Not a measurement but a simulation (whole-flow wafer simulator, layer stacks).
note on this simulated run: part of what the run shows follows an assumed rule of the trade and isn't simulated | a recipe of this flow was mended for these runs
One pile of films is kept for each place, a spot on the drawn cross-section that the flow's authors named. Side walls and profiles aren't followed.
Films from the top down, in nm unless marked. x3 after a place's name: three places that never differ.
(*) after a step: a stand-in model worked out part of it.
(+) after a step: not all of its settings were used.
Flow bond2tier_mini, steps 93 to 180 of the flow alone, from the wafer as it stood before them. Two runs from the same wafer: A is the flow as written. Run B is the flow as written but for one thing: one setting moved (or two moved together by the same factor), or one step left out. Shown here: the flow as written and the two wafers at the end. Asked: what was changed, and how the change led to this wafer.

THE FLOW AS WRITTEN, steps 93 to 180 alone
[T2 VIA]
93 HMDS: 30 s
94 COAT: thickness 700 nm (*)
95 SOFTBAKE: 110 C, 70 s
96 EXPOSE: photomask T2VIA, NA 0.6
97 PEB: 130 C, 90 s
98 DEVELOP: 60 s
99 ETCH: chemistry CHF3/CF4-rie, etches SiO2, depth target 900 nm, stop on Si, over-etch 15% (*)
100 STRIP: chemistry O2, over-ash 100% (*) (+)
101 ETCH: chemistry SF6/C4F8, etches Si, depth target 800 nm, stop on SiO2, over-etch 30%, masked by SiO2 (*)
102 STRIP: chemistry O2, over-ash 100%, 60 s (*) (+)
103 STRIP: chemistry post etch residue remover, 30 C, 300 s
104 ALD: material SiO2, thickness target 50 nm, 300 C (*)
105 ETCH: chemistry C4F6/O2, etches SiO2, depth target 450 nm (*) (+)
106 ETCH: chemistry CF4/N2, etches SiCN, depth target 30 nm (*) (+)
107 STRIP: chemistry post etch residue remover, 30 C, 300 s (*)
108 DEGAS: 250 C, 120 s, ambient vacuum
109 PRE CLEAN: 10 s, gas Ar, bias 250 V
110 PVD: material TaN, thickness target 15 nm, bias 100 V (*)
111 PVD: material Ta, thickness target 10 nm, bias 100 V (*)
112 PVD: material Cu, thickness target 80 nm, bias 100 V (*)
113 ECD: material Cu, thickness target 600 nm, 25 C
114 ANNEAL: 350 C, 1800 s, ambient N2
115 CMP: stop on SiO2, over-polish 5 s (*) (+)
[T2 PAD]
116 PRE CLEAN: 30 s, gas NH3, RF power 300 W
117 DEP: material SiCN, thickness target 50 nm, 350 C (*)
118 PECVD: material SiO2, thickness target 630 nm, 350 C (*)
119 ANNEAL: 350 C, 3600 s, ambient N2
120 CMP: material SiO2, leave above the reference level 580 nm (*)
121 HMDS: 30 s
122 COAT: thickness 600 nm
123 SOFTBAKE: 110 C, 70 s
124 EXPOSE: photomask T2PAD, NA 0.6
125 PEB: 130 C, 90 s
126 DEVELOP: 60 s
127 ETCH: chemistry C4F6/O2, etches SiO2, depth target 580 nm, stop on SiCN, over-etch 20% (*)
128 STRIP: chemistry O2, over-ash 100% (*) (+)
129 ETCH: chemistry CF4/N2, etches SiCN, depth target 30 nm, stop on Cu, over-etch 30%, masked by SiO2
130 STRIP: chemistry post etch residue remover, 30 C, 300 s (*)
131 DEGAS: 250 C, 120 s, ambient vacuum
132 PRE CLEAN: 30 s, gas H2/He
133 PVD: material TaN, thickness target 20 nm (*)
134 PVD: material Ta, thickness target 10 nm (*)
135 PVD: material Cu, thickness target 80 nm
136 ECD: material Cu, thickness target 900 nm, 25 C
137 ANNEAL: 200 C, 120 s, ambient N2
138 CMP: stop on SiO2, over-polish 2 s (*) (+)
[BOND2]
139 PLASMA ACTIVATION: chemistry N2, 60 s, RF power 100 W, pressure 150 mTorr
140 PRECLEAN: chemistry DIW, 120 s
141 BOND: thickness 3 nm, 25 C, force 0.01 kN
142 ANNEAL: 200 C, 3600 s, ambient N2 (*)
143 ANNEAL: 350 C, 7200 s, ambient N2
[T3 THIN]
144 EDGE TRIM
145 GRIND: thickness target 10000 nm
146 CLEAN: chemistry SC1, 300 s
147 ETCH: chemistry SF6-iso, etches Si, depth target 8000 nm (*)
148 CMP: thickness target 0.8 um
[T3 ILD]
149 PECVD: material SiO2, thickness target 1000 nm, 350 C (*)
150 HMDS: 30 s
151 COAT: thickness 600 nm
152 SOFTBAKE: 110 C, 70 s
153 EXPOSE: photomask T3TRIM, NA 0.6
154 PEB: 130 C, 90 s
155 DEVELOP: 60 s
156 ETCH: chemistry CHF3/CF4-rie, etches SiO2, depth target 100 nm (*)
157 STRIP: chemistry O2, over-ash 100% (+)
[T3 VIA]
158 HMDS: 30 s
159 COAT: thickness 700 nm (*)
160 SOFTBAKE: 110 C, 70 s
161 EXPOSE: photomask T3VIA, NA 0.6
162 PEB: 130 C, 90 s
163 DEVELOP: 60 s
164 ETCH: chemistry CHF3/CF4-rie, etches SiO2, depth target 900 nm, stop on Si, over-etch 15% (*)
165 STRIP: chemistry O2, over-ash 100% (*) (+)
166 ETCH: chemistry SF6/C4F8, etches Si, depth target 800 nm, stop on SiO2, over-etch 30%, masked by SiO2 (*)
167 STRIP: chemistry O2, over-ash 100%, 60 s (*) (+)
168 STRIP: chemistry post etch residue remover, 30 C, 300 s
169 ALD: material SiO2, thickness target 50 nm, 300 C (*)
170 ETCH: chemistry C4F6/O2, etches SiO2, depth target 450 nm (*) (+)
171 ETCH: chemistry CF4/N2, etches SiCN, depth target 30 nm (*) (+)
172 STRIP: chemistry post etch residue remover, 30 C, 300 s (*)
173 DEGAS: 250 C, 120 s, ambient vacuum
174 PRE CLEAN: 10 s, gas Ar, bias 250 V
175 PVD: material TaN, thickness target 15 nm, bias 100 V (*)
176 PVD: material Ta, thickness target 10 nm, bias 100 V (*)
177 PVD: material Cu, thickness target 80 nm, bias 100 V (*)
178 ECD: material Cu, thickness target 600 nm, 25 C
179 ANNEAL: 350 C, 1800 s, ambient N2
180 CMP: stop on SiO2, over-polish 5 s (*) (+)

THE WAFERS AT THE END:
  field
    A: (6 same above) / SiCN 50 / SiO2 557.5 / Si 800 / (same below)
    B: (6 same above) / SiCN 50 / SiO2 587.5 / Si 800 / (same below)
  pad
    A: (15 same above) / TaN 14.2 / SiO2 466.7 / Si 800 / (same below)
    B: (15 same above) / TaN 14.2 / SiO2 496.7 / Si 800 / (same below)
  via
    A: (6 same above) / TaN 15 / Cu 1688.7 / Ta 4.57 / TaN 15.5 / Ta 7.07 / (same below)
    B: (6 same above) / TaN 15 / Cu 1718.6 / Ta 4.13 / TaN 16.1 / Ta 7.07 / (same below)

The cause: step 104, ALD: thickness target 80 nm was run, where the flow has thickness target 50 nm.

How the change led to this, step by step:
  104 ALD: material SiO2, thickness target 50 nm, 300 C (*)
      field, pad, via: A SiO2 +50 | B SiO2 +80
  105 ETCH: chemistry C4F6/O2, etches SiO2, depth target 450 nm (*) (+)
      via: A SiO2 -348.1 (all of it), SiCN -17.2 | B SiO2 -378.1 (all of it), SiCN -12.1
  106 ETCH: chemistry CF4/N2, etches SiCN, depth target 30 nm (*) (+)
      via: A SiCN -17.6 (all of it), TaN -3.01 | B SiCN -22.7 (all of it), TaN -1.78
  110 PVD: material TaN, thickness target 15 nm, bias 100 V (*)
      via: A TaN +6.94 | B TaN +6.28
  112 PVD: material Cu, thickness target 80 nm, bias 100 V (*)
      via: A Cu +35 (new film) | B Cu +31.4 (new film)
